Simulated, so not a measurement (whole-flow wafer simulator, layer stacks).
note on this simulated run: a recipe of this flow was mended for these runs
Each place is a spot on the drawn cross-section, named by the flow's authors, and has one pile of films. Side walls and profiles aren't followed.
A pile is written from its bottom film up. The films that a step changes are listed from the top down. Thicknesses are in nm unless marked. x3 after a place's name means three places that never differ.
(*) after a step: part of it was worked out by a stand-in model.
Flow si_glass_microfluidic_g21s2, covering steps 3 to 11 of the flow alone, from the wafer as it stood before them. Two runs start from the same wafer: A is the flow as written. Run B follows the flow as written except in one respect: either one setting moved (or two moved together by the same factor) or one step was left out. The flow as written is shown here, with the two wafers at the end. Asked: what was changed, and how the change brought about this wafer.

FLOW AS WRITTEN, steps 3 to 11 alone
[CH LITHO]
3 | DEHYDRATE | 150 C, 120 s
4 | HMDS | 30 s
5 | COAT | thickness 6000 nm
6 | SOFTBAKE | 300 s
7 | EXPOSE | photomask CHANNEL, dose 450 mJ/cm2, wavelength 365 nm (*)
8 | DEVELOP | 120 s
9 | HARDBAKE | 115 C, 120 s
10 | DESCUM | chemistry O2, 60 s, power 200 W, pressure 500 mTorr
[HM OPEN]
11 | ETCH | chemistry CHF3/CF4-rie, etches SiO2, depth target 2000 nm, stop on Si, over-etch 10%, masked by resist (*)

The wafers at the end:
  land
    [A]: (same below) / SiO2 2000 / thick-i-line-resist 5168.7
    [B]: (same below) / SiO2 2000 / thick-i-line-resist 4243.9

The reason: step 5, COAT: thickness 5068 nm was run, though the flow has thickness 6000 nm.

How this came from the change, step by step:
  5 | COAT | thickness 6000 nm
      land, trench20 x3: A thick-i-line-resist gains 6000 (new film) | B thick-i-line-resist gains 5068 (new film)
  8 | DEVELOP | 120 s
      trench20 x3: A thick-i-line-resist loses 6000 (all of it) | B thick-i-line-resist loses 5068 (all of it)
  9 | HARDBAKE | 115 C, 120 s
      land: A thick-i-line-resist loses 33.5 | B thick-i-line-resist loses 26.3
